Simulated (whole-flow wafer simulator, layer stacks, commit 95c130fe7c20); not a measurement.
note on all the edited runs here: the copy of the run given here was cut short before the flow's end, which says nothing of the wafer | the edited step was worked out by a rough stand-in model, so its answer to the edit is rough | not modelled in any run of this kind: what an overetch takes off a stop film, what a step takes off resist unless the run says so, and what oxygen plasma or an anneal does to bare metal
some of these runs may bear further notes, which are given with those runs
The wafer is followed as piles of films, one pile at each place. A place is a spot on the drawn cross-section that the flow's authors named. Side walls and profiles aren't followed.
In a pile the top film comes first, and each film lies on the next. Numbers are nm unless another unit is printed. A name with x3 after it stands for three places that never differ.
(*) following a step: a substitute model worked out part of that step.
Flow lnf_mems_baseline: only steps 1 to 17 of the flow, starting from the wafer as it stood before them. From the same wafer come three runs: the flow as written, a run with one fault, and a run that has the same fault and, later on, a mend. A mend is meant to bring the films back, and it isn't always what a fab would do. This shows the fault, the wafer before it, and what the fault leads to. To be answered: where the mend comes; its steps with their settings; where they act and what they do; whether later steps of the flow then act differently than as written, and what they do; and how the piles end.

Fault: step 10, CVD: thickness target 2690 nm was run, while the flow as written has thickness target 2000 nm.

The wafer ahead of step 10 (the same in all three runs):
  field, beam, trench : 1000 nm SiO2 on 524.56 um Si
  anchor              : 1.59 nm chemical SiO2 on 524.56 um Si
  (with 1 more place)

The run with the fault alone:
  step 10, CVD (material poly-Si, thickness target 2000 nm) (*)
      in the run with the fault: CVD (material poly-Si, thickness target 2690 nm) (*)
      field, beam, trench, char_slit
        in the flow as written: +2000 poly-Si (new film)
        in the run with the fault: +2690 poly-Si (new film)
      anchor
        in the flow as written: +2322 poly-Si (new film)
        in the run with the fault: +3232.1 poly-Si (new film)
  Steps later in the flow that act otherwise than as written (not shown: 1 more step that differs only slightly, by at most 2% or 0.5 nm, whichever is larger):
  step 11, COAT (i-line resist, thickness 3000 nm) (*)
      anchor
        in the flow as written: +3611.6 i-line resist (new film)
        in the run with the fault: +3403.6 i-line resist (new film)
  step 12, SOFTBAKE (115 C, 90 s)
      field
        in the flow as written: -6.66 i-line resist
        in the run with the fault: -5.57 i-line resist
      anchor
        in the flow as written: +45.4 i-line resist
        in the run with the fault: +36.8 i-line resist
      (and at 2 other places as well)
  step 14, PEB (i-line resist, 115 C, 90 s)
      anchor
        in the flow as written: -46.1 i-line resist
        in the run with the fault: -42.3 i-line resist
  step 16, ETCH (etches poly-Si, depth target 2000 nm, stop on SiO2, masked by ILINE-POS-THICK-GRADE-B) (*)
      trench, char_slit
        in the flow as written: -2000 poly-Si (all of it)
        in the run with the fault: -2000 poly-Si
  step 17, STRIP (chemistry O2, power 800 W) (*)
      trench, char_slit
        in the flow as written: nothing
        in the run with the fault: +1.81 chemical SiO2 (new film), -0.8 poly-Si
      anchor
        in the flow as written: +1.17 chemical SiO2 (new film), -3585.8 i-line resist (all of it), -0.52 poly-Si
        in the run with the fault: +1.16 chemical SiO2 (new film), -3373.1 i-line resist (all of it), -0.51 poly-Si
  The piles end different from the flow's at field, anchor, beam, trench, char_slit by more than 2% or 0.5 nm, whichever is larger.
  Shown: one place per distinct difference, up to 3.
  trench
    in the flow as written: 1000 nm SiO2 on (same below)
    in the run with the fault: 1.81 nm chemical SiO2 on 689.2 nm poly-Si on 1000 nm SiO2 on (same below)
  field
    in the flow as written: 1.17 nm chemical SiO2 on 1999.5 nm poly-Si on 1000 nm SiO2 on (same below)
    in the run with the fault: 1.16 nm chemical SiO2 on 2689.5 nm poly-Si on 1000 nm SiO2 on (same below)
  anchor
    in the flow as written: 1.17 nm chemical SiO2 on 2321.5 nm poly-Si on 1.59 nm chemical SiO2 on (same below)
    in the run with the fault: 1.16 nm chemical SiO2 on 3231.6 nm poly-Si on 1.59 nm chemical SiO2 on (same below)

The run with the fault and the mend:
  After step 10 comes the mend.
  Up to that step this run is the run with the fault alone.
  step 10a, ETCH (chemistry tmah, depth target 3623 nm)
      field, beam, trench, char_slit
        -2690 poly-Si (all of it)
      anchor
        -3232.1 poly-Si (all of it)
  step 10b, CLEAN (chemistry SC1/SC2) (the flow's step 1, run once more)
      does not change any film at any place that is followed
  step 10c, CVD (material poly-Si, thickness target 2000 nm) (*) (the flow's step 10, run once more)
      field, beam, trench, char_slit
        +2000 poly-Si (new film)
      anchor
        +2322 poly-Si (new film)
  Every later step of the flow that is run acts as written at every place that is followed.
  The piles end the same as the flow's at every place that both follow.
